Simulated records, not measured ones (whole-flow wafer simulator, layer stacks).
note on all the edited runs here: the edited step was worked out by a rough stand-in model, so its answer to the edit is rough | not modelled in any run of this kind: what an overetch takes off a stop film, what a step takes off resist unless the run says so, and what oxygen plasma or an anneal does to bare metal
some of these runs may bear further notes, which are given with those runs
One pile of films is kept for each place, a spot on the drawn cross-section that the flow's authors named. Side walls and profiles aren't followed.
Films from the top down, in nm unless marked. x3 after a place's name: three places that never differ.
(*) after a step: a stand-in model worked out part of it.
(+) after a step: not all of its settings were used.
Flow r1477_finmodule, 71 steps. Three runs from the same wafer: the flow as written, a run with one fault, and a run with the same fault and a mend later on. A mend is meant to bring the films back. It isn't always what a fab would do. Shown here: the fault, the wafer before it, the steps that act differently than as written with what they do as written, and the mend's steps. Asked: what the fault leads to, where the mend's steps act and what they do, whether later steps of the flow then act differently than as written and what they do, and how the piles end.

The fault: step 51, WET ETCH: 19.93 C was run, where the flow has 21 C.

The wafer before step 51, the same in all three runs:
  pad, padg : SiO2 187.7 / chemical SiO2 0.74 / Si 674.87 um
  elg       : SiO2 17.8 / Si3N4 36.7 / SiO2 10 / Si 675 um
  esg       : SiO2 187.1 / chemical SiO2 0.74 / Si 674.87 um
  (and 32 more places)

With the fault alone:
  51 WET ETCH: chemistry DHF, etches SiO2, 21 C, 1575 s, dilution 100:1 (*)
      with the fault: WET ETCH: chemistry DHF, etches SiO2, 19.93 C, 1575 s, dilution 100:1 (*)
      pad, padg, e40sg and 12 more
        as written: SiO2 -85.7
        with the fault: SiO2 -82
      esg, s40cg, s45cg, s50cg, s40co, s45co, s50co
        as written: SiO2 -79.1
        with the fault: SiO2 -75.7
  Later steps of the flow that act differently than as written (1 more step differs only slightly, by at most 2% or 0.5 nm, whichever is larger, and isn't shown):
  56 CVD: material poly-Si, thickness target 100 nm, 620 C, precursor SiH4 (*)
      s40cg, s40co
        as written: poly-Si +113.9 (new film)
        with the fault: poly-Si +110.5 (new film)
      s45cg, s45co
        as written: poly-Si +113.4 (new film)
        with the fault: poly-Si +110 (new film)
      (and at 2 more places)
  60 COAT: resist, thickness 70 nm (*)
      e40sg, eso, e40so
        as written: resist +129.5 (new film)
        with the fault: resist +126.4 (new film)
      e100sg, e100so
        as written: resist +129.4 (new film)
        with the fault: resist +126.3 (new film)
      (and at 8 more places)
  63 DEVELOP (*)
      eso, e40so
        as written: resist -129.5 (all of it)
        with the fault: resist -126.4 (all of it)
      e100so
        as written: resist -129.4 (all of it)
        with the fault: resist -126.3 (all of it)
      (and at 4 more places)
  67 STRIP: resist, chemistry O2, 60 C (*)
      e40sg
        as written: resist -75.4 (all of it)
        with the fault: resist -72.3 (all of it)
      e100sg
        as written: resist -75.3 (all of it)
        with the fault: resist -72.2 (all of it)
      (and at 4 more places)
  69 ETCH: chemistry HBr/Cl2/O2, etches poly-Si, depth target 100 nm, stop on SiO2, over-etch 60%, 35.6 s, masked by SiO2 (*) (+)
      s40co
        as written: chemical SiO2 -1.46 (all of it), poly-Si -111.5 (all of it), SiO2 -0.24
        with the fault: chemical SiO2 -1.44 (all of it), poly-Si -108.1 (all of it), SiO2 -0.26
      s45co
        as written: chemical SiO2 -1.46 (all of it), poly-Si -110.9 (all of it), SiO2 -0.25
        with the fault: chemical SiO2 -1.44 (all of it), poly-Si -107.6 (all of it), SiO2 -0.26
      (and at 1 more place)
  At the end the piles differ from the flow's by more than 2% or 0.5 nm, whichever is larger, at pad, padg, esg and 19 more.
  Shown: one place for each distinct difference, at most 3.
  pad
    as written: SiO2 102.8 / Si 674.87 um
    with the fault: SiO2 106.5 / Si 674.87 um
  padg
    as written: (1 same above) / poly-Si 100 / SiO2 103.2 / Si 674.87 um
    with the fault: (1 same above) / poly-Si 100 / SiO2 106.9 / Si 674.87 um
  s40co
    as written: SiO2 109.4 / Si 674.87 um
    with the fault: SiO2 112.7 / Si 674.87 um

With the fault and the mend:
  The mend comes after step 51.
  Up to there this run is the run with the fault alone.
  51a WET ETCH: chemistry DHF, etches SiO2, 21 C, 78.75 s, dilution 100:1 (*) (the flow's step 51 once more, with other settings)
      pad, padg, e40sg and 12 more
        SiO2 -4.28
      elg, e40lg, e100lg, e200lg, elo, e40lo, e100lo, e200lo
        Si3N4 -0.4
      esg, s40cg, s45cg, s50cg, s40co, s45co, s50co
        SiO2 -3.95
  No later step of the flow acts differently than as written, at any place that is followed, by more than 2% or 0.5 nm, whichever is larger.
  At the end the piles differ from the flow's only slightly at the places that both follow, by at most 2% or 0.5 nm, whichever is larger.
